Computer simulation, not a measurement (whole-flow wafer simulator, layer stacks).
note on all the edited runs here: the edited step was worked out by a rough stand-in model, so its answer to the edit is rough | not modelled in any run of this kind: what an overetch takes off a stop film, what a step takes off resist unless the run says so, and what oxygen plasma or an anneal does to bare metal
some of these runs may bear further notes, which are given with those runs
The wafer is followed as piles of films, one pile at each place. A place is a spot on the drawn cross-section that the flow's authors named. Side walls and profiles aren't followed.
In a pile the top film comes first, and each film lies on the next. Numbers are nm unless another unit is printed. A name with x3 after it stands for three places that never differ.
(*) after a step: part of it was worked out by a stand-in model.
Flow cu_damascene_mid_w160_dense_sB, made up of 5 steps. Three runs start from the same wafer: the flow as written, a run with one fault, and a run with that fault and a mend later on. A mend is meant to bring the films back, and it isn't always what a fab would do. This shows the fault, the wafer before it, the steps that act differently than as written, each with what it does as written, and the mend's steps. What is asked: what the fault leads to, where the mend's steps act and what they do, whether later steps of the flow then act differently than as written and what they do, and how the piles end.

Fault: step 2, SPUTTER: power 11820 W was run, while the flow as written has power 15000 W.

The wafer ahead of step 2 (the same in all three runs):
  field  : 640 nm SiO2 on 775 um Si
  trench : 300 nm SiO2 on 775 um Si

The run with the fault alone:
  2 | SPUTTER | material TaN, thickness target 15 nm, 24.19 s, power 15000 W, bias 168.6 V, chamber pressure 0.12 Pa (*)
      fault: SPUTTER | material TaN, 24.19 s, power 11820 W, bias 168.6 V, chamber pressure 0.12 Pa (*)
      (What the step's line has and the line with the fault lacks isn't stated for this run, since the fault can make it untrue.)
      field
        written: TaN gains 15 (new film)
        fault: TaN gains 11.8 (new film)
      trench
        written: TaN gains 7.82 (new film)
        fault: TaN gains 6.15 (new film)
  Later steps of the flow that are run all act as written at every place that is followed, up to a difference of at most 2% or 0.5 nm, whichever is larger.
  By the end, the piles at field, trench depart from the flow's by more than 2% or 0.5 nm, whichever is larger.
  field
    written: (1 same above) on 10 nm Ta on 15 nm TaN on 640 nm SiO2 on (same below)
    fault: (1 same above) on 10 nm Ta on 11.8 nm TaN on 640 nm SiO2 on (same below)
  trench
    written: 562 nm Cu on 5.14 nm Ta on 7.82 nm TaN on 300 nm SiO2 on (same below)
    fault: 560.5 nm Cu on 5.18 nm Ta on 6.15 nm TaN on 300 nm SiO2 on (same below)

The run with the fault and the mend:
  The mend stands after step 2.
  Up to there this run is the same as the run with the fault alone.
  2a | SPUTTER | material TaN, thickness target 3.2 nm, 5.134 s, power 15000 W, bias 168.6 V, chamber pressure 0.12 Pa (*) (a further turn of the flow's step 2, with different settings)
      field
        TaN gains 3.2
      trench
        TaN gains 1.62
  Later steps of the flow that are run all act as written at every place that is followed, up to a difference of at most 2% or 0.5 nm, whichever is larger.
  The piles end only slightly different from the flow's at the places that both follow, by no more than 2% or 0.5 nm, whichever is larger.
